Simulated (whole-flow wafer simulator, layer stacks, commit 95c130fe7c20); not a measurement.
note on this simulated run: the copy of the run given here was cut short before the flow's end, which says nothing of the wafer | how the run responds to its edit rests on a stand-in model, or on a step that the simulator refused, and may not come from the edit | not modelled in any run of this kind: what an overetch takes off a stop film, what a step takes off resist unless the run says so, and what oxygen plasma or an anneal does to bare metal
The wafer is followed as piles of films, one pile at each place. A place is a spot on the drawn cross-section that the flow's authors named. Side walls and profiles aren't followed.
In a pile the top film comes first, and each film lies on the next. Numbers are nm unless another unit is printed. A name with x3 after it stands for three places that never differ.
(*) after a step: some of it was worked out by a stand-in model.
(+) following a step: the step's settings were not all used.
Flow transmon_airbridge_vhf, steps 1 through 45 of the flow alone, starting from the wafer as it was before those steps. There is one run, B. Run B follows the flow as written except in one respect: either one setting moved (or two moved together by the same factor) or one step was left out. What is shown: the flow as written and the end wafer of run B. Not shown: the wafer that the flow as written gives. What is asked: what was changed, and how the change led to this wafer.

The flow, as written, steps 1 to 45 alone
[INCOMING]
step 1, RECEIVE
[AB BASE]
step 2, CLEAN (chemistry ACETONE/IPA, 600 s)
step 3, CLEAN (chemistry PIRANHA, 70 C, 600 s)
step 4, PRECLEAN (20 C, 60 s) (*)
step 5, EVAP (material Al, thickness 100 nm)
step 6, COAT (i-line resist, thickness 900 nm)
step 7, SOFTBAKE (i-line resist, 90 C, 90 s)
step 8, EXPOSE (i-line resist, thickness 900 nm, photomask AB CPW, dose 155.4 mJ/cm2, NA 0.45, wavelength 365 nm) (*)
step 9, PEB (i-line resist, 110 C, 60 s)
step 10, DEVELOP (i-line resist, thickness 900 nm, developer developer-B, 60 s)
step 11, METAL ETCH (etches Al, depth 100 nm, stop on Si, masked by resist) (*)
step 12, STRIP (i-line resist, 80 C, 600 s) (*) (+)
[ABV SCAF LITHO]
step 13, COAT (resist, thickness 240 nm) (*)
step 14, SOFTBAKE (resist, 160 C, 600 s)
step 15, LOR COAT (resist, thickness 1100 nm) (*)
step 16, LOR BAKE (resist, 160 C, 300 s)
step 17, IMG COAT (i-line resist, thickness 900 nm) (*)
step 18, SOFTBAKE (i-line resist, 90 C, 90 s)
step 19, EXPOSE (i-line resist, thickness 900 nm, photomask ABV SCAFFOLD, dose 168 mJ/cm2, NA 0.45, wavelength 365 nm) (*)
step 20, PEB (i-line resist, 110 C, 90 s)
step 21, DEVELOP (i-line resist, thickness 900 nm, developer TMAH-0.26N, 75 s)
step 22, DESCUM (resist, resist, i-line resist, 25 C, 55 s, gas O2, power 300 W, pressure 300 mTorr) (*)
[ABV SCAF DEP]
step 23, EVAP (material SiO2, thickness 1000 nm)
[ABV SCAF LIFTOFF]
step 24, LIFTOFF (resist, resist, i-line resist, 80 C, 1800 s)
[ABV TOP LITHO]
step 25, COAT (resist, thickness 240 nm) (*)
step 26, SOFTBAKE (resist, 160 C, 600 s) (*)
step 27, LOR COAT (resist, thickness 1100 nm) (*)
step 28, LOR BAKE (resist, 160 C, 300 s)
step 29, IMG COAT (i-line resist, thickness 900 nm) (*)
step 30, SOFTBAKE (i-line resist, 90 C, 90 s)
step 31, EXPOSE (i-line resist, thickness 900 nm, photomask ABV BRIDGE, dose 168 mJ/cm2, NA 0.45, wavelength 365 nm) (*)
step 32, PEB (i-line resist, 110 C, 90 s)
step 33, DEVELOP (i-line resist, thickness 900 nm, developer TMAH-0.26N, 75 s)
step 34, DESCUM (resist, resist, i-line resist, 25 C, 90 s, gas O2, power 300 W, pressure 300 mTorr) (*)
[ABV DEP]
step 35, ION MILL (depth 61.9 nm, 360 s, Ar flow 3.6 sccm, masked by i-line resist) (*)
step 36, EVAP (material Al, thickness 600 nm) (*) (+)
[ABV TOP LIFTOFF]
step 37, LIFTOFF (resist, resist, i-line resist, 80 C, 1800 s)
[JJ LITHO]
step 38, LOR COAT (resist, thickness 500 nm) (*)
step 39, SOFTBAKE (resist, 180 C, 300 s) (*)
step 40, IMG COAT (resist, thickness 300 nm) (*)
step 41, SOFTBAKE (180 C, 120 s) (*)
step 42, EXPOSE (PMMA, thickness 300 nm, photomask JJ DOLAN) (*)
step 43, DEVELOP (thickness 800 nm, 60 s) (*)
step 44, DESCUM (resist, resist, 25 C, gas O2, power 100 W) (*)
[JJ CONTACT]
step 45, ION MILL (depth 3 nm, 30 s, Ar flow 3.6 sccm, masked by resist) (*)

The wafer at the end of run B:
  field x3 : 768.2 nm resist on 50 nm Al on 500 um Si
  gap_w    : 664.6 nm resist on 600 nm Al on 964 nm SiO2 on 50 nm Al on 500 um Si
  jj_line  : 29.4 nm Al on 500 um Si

Cause: step 5, EVAP: thickness 150 nm was run, whereas the flow has thickness 100 nm.

Step by step, how the change led to this:
  step 5, EVAP (material Al, thickness 100 nm)
      field x3, jj_line, ground_far and 12 more: +150 Al (new film) (in the flow as written it would be: +100 Al (new film))
  step 11, METAL ETCH (etches Al, depth 100 nm, stop on Si, masked by resist) (*)
      field x3, jj_line, gap_w, gap_e: -100 Al (in the flow as written it would be: -100 Al (all of it))
  step 45, ION MILL (depth 3 nm, 30 s, Ar flow 3.6 sccm, masked by resist) (*)
      jj_line: -20.6 Al (in the flow as written it would be: -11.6 Si)
If metal films that touch count as one body, field x3 has 1 body; the flow as written gives 0 bodies.
If metal films that touch count as one body, gap_w has 2 bodies (between them, from the top down: SiO2 964); the flow as written gives 1 body.
If metal films that touch count as one body, jj_line has 1 body; the flow as written gives 0 bodies.
